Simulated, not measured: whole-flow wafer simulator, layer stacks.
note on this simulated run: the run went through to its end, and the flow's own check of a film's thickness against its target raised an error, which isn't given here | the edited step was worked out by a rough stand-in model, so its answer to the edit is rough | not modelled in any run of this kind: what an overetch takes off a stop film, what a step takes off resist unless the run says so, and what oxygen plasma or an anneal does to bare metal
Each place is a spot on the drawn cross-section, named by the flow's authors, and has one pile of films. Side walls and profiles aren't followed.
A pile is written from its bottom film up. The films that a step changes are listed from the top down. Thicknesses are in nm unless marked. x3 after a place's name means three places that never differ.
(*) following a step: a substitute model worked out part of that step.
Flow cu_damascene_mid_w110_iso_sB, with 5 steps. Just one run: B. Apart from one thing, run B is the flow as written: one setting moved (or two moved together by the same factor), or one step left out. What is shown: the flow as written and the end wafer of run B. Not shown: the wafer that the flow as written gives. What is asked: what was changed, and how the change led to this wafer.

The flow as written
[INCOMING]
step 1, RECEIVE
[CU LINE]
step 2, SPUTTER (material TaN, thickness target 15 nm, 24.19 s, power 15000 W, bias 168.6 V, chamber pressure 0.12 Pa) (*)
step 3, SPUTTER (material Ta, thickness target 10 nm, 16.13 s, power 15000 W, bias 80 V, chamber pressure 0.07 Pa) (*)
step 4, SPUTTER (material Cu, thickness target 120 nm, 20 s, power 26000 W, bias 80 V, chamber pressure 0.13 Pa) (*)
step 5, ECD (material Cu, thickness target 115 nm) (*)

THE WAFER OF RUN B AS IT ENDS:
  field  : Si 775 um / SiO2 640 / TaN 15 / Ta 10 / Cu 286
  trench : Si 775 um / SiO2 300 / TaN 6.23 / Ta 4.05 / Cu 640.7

Cause: step 4, SPUTTER: thickness target 171 nm was run, though the flow has thickness target 120 nm; step 4, SPUTTER: 28.5 s was run, where the flow has 20 s.

How this came from the change, step by step:
  step 4, SPUTTER (material Cu, thickness target 120 nm, 20 s, power 26000 W, bias 80 V, chamber pressure 0.13 Pa) (*)
      field: +171 Cu (new film) (as written it would have been: +120 Cu (new film))
      trench: +71.1 Cu (new film) (as written it would have been: +49.9 Cu (new film))
  step 5, ECD (material Cu, thickness target 115 nm) (*)
      trench: +569.6 Cu (as written it would have been: +539.8 Cu)
